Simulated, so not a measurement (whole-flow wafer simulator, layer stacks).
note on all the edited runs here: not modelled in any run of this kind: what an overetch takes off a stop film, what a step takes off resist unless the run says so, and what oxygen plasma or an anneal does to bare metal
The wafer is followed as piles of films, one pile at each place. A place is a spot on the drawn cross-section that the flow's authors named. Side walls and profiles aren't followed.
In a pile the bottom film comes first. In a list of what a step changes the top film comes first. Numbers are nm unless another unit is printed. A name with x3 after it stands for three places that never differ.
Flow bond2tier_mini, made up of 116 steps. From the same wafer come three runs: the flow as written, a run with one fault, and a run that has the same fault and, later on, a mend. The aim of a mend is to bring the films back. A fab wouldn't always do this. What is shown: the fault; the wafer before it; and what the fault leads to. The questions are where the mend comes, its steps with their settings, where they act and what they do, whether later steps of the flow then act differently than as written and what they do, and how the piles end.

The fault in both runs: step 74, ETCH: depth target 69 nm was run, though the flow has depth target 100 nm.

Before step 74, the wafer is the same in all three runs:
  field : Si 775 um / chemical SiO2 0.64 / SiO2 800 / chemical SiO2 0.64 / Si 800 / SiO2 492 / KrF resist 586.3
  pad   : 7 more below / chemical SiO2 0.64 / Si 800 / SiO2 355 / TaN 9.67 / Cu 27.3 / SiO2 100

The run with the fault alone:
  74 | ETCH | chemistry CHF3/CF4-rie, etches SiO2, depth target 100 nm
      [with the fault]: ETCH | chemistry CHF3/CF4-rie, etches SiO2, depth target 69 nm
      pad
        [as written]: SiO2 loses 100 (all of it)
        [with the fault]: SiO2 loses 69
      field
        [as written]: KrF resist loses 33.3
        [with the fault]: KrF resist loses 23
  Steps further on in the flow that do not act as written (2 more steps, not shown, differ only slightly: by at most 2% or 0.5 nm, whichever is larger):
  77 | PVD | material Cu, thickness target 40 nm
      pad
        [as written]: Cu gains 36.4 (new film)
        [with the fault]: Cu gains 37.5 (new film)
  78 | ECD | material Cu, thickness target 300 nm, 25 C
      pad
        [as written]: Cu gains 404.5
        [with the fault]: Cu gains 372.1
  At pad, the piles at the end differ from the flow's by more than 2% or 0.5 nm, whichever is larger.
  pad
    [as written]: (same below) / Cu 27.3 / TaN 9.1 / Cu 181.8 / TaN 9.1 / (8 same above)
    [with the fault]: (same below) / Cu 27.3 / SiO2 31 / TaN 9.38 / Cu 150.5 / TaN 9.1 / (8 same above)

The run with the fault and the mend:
  The mend follows step 74.
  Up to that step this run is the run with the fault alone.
  74a | ETCH | chemistry CHF3/CF4-rie, etches SiO2, depth target 31 nm (the flow's step 74, run once more with other settings)
      field
        KrF resist loses 10.3
      pad
        SiO2 loses 31 (all of it)
  Every later step of the flow that is run acts as written at every place that is followed.
  The piles end the same as the flow's at every place that both follow.
